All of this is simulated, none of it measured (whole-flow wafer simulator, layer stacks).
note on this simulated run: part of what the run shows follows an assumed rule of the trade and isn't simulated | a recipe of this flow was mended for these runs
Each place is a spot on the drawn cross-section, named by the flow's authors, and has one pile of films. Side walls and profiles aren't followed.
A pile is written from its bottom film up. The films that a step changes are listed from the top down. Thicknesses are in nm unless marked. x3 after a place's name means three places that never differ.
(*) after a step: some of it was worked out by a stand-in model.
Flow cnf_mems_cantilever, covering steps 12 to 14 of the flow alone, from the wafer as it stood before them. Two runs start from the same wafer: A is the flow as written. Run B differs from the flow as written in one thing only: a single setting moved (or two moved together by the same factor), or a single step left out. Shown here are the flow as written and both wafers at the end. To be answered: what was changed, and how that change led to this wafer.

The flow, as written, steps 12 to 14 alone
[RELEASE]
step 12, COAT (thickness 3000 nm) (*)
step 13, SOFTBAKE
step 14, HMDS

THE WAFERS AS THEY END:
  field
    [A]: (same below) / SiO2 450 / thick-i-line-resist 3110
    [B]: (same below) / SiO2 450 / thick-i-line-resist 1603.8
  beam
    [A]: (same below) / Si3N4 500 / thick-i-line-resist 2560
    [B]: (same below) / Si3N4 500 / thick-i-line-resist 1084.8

What caused this: step 12, COAT: thickness 1500 nm was run, whereas the flow has thickness 3000 nm.

How this came from the change, step by step:
  step 12, COAT (thickness 3000 nm) (*)
      field: A thick-i-line-resist gains 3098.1 (new film) | B thick-i-line-resist gains 1584 (new film)
      beam: A thick-i-line-resist gains 2607.6 (new film) | B thick-i-line-resist gains 1164 (new film)
  step 13, SOFTBAKE
      field: A thick-i-line-resist gains 11.9 | B thick-i-line-resist gains 19.8
      beam: A thick-i-line-resist loses 47.6 | B thick-i-line-resist loses 79.3
